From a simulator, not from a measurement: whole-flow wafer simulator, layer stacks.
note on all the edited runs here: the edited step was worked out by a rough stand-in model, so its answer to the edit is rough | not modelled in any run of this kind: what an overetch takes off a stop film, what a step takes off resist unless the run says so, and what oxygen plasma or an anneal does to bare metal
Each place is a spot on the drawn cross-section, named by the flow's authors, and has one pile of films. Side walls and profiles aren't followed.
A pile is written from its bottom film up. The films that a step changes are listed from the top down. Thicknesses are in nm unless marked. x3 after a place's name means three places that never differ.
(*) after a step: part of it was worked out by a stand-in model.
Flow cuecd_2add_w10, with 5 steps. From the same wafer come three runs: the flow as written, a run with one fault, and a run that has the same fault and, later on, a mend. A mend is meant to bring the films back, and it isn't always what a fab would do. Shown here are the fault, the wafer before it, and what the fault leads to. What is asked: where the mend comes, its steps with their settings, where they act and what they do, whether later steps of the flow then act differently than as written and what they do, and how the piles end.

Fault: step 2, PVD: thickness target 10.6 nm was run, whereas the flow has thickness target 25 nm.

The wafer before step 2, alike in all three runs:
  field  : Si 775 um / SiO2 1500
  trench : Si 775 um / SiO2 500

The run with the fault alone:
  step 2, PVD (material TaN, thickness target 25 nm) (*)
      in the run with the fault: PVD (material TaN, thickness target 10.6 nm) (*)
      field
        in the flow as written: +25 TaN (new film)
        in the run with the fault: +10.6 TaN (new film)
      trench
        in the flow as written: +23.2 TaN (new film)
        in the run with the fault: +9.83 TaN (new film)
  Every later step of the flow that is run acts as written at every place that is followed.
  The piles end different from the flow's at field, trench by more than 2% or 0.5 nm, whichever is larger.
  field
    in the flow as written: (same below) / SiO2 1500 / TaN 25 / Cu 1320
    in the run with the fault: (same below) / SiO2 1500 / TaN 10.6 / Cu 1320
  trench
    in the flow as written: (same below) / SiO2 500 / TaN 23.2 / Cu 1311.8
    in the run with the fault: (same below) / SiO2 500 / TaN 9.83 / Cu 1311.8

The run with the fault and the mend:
  The mend follows step 2.
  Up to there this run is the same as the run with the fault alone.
  step 2a, PVD (material TaN, thickness target 14.4 nm) (*) (the flow's step 2 again, with other settings)
      field
        +14.4 TaN
      trench
        +13.4 TaN
  Every later step of the flow that is run acts as written at every place that is followed.
  The piles end the same as the flow's at every place that both follow.
